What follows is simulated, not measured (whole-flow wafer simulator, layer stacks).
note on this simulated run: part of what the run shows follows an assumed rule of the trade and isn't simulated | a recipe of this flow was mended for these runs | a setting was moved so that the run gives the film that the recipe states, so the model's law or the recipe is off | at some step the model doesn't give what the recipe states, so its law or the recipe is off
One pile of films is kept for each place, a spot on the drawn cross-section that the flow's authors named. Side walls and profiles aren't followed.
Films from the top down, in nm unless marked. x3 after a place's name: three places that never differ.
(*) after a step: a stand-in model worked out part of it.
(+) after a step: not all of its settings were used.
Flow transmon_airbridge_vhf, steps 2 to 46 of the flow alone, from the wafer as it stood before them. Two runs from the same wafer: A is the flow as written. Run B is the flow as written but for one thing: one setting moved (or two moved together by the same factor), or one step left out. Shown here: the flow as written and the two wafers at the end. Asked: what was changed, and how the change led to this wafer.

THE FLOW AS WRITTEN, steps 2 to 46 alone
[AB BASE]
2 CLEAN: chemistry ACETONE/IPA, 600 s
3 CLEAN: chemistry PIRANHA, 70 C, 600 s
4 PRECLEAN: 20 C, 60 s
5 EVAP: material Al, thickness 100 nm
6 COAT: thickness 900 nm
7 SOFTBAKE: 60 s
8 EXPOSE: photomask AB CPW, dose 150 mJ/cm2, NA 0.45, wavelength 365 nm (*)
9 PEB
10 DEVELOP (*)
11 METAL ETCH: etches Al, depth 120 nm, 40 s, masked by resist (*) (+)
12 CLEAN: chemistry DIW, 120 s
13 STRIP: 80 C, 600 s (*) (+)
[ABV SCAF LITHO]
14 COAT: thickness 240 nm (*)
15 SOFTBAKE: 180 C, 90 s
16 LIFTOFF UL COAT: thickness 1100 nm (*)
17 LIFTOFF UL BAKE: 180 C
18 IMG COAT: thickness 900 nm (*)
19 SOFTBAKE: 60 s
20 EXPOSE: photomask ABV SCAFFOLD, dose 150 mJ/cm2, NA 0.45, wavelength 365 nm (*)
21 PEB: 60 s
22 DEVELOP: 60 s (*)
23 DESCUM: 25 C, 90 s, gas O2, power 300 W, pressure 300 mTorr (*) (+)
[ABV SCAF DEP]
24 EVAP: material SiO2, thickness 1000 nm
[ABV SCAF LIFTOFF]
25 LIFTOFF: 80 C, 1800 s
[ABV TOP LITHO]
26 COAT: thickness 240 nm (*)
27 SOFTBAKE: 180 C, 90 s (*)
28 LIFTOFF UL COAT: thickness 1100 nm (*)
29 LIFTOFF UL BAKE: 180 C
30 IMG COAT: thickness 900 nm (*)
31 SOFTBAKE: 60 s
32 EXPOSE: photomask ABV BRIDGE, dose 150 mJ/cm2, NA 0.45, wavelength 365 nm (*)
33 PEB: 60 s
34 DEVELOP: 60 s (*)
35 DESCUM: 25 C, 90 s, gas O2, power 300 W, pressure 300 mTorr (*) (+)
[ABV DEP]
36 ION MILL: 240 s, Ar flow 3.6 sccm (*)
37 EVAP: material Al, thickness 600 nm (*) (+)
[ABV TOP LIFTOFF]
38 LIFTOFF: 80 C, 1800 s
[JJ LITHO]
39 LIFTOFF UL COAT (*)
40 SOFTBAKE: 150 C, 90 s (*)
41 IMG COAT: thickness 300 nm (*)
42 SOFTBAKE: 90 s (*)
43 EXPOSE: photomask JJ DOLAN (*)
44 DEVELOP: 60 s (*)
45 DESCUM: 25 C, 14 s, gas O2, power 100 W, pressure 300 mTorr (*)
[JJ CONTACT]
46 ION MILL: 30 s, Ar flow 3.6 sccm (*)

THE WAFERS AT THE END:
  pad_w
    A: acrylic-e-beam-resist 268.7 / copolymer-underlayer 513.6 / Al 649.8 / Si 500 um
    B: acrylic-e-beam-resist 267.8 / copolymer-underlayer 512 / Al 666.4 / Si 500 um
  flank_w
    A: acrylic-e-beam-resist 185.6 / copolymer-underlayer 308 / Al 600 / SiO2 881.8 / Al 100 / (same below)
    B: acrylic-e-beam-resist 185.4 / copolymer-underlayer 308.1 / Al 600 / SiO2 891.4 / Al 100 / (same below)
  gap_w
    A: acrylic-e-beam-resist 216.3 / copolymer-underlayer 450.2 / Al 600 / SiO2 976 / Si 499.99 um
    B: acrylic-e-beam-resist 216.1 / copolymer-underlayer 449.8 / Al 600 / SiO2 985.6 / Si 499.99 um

The cause: step 36, ION MILL: 144 s was run, where the flow has 240 s.

How the change led to this, step by step:
  36 ION MILL: 240 s, Ar flow 3.6 sccm (*)
      field x3, jj_line, ground_far, trace_open_s x2, margin_s, margin_n: A i-line-resist -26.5 | B i-line-resist -15.9
      flank_w, gap_w, cpw_trace, gap_e, flank_e, bridge_strip: A SiO2 -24 | B SiO2 -14.4
      (and at 2 more places)
  38 LIFTOFF: 80 C, 1800 s
      margin_s, margin_n: A Al -600 (all of it), i-line-resist -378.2 (all of it), lift-off-underlayer -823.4 (all of it), acrylic-e-beam-resist -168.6 (all of it) | B Al -600 (all of it), i-line-resist -388.8 (all of it), lift-off-underlayer -823.4 (all of it), acrylic-e-beam-resist -168.6 (all of it)
